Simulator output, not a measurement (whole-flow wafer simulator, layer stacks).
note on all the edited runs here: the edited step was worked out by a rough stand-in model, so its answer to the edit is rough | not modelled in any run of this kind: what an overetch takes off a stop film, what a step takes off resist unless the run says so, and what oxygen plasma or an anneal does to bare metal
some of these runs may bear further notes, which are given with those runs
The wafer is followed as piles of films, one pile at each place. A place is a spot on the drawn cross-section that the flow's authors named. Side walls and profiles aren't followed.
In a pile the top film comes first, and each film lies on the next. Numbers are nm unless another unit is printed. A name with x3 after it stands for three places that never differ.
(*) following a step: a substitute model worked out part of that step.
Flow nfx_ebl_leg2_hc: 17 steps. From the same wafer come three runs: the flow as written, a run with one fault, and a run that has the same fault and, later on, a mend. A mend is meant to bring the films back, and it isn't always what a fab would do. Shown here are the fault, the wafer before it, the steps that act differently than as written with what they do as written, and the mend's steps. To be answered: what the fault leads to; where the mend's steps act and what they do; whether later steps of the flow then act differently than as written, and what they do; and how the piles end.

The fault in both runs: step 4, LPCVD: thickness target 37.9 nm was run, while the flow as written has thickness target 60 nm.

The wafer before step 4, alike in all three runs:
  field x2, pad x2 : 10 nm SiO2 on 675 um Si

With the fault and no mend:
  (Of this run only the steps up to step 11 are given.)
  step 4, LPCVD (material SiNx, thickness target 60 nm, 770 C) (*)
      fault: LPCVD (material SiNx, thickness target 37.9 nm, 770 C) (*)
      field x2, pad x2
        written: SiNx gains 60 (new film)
        fault: SiNx gains 37.9 (new film)
  Every later step of the flow up to step 11 that is run acts as written at every place that is followed.
  The piles after step 11 differ from the flow's at field x2, pad x2 by more than 2% or 0.5 nm, whichever is larger.
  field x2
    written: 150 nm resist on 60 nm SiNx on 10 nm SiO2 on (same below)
    fault: 150 nm resist on 37.9 nm SiNx on 10 nm SiO2 on (same below)
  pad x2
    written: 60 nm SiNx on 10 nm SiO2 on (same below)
    fault: 37.9 nm SiNx on 10 nm SiO2 on (same below)

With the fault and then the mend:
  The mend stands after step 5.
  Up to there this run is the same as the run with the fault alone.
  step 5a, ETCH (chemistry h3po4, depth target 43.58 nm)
      field x2, pad x2
        SiNx loses 37.9 (all of it)
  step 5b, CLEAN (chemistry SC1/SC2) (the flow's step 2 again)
      does not change any film at any place that is followed
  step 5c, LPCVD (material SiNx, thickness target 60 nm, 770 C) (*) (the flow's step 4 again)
      field x2, pad x2
        SiNx gains 60 (new film)
  Every later step of the flow that is run acts as written at every place that is followed.
  At every place that both follow, the piles at the end match the flow's.
